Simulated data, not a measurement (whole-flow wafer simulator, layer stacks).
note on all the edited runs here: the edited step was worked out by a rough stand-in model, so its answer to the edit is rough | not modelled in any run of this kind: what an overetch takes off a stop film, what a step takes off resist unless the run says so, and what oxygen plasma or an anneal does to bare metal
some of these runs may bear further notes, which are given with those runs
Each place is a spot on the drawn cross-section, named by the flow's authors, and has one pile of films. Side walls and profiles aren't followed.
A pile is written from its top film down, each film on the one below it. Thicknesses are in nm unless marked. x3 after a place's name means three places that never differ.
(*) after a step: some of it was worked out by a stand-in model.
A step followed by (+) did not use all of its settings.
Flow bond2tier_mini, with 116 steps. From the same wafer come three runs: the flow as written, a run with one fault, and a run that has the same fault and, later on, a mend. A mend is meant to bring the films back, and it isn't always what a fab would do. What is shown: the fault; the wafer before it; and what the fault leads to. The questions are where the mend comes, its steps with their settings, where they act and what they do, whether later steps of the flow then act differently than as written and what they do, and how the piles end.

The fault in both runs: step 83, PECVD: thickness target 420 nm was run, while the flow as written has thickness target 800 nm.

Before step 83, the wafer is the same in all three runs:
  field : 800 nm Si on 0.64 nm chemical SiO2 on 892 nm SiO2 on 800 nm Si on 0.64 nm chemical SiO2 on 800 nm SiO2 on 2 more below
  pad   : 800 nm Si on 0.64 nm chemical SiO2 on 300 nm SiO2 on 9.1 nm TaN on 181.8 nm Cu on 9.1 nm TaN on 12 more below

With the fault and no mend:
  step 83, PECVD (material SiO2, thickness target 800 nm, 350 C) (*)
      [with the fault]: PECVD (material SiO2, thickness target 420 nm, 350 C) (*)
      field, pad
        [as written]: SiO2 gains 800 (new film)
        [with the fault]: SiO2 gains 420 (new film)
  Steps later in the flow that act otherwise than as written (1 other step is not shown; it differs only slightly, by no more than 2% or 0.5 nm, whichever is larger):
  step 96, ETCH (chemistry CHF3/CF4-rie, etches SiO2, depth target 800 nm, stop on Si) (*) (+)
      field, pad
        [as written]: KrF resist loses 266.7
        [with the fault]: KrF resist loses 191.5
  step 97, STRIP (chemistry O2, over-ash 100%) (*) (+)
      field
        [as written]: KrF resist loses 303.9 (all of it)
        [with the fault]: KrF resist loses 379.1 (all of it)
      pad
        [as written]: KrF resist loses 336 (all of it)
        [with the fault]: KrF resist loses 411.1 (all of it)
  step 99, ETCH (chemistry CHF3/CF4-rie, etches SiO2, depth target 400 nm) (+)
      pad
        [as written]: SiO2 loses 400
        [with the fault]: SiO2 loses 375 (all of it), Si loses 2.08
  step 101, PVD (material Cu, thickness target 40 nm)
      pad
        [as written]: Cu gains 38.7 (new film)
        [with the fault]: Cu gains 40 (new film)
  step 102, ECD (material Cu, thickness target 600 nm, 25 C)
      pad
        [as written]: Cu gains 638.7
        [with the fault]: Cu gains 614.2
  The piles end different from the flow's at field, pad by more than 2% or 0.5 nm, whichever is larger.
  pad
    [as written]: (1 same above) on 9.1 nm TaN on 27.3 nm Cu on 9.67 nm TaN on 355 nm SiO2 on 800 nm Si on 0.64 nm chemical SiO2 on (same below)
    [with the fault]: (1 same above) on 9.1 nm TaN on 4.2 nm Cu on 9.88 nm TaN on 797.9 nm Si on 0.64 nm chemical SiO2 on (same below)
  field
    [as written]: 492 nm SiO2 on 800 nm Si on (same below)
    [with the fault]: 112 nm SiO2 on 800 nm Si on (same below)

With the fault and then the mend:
  After step 88 comes the mend.
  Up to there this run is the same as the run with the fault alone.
  step 88a, STRIP (chemistry O2, over-ash 100%) (+)
      field
        KrF resist loses 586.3 (all of it)
  step 88b, PECVD (material SiO2, thickness target 380 nm, 350 C) (*) (the flow's step 83 again, with other settings)
      field, pad
        SiO2 gains 380
  step 88c, COAT (KrF resist, thickness 600 nm) (the flow's step 84 again)
      field, pad
        KrF resist gains 600 (new film)
  step 88d, SOFTBAKE (KrF resist) (the flow's step 85 again)
      leaves every film unchanged at each place that is followed
  step 88e, EXPOSE (photomask T3TRIM, NA 0.6) (the flow's step 86 again)
      leaves every film unchanged at each place that is followed
  step 88f, PEB (KrF resist) (the flow's step 87 again)
      leaves every film unchanged at each place that is followed
  step 88g, DEVELOP (developer TMAH-0.26N, 60 s) (the flow's step 88 again)
      field
        KrF resist loses 13.7
      pad
        KrF resist loses 600 (all of it)
  Every later step of the flow that is run acts as written at every place that is followed.
  At every place that both follow, the piles at the end match the flow's.
